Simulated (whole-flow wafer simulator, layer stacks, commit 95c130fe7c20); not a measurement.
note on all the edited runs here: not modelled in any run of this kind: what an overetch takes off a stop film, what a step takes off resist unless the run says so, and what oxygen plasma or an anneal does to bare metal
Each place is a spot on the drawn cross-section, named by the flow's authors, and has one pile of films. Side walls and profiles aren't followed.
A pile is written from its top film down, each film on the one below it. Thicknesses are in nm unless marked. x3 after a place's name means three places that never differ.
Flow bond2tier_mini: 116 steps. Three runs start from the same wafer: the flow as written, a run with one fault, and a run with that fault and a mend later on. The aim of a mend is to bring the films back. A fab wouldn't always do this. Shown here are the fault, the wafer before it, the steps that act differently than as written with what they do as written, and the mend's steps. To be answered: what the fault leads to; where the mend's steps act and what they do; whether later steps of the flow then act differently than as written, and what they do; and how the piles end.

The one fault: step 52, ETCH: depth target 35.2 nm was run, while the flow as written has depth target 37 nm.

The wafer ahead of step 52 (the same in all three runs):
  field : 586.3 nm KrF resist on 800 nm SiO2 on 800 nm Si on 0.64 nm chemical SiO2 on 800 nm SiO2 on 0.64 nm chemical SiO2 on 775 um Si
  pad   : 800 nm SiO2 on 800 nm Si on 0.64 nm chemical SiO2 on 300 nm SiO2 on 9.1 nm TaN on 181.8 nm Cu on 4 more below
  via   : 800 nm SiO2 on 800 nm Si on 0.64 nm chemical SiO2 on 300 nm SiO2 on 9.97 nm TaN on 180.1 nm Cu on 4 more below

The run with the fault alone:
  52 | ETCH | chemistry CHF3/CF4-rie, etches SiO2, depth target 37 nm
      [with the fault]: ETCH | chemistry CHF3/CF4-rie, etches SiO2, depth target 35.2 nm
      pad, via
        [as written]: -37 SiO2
        [with the fault]: -35.2 SiO2
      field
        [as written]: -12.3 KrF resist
        [with the fault]: -11.7 KrF resist
  Later steps of the flow that are run all act as written at every place that is followed, up to a difference of at most 2% or 0.5 nm, whichever is larger.
  The piles end different from the flow's at pad by more than 2% or 0.5 nm, whichever is larger.
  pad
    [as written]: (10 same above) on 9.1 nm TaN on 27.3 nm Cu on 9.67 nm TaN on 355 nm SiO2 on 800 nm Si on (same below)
    [with the fault]: (10 same above) on 9.1 nm TaN on 25.5 nm Cu on 9.68 nm TaN on 356.8 nm SiO2 on 800 nm Si on (same below)

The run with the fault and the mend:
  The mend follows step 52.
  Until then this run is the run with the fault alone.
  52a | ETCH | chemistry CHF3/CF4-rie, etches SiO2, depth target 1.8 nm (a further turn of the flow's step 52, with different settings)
      pad, via
        -1.8 SiO2
      field
        -0.6 KrF resist
  Later steps of the flow that are run all act as written at every place that is followed.
  By the end, the piles equal the flow's at every place that both follow.
